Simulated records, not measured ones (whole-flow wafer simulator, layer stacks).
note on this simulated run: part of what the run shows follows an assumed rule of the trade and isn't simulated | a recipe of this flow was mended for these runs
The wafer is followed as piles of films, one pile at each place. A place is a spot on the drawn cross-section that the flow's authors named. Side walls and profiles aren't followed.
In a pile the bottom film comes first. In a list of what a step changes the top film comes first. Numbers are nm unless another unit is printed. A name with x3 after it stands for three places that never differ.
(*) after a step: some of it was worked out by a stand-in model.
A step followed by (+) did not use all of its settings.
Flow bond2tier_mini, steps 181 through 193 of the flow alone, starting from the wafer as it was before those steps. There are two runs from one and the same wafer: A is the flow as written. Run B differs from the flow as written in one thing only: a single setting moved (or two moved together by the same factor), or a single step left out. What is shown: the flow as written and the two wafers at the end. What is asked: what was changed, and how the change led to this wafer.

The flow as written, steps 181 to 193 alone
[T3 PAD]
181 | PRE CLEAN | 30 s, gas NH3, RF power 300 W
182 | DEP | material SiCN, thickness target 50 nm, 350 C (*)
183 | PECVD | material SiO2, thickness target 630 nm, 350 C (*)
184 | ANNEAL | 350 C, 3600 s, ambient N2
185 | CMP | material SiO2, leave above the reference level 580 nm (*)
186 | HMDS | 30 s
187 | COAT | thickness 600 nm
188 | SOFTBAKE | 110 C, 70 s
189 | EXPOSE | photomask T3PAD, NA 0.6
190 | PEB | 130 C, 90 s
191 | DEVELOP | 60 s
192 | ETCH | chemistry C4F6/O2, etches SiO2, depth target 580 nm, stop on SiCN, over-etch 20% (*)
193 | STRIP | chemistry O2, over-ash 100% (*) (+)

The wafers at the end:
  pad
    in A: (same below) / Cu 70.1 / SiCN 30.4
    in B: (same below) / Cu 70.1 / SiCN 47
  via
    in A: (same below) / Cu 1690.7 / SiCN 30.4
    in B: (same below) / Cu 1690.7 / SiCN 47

The reason: step 192, ETCH: depth target 498.3 nm was run, though the flow has depth target 580 nm.

The path from the change to this, step by step:
  192 | ETCH | chemistry C4F6/O2, etches SiO2, depth target 580 nm, stop on SiCN, over-etch 20% (*)
      pad, via: A -580 SiO2 (all of it), -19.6 SiCN | B -580 SiO2 (all of it), -3.03 SiCN
      field: A -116 thick-KrF-resist | B -99.7 thick-KrF-resist
  193 | STRIP | chemistry O2, over-ash 100% (*) (+)
      field: A -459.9 thick-KrF-resist (all of it) | B -476.3 thick-KrF-resist (all of it)
